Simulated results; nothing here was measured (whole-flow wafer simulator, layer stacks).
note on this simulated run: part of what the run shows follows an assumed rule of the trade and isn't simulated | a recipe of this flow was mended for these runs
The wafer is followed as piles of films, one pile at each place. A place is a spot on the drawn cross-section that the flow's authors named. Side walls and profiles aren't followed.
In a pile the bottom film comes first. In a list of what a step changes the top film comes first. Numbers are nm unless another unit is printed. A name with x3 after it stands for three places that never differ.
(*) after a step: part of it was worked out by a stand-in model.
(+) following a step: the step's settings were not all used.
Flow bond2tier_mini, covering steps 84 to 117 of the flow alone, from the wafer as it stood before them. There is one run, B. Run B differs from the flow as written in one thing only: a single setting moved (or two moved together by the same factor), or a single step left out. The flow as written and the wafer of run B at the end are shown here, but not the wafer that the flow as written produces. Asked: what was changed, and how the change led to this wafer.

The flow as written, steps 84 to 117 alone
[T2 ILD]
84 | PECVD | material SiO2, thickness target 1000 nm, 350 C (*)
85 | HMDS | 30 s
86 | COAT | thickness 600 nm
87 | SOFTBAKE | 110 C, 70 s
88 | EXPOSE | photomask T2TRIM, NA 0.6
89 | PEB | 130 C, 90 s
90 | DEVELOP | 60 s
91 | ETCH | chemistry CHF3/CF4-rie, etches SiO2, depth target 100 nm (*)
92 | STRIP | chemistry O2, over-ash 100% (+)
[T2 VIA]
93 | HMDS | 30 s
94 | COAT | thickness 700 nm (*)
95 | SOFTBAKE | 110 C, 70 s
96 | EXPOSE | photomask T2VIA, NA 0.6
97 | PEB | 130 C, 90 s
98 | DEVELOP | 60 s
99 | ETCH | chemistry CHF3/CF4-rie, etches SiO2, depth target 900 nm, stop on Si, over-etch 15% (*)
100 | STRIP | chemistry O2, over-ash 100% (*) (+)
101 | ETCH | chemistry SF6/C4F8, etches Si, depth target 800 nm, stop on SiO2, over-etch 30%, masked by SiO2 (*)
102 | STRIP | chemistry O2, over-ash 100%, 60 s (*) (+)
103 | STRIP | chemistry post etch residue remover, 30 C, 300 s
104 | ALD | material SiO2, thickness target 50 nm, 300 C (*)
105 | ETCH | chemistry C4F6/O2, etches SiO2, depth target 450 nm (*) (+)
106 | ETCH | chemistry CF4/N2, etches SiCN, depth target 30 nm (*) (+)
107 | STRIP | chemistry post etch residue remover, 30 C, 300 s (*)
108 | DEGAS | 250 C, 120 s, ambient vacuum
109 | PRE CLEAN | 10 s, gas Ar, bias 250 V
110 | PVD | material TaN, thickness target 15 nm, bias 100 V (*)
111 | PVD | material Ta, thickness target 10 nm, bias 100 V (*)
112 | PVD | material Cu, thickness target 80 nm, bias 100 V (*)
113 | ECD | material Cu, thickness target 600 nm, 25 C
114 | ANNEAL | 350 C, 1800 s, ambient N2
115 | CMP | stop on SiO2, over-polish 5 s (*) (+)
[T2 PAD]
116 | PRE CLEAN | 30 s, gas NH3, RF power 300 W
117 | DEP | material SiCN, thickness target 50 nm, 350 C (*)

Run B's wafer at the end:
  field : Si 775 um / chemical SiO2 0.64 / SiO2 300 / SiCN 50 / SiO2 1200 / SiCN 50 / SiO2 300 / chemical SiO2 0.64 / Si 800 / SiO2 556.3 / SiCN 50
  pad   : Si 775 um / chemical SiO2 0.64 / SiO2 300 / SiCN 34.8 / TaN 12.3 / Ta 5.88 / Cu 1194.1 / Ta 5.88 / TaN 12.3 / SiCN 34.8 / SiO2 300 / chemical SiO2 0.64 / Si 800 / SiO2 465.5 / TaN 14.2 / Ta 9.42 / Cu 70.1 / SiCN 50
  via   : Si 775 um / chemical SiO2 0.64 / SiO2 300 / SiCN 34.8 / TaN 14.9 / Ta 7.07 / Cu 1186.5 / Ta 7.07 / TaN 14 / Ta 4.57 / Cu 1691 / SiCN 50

Cause: step 109, PRE CLEAN: 14 s was run, while the flow as written has 10 s.

Step by step, how the change led to this:
  109 | PRE CLEAN | 10 s, gas Ar, bias 250 V
      field, pad: -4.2 SiO2 (it would be, as written: -3 SiO2)
      via: -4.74 TaN (it would be, as written: -3.19 TaN)
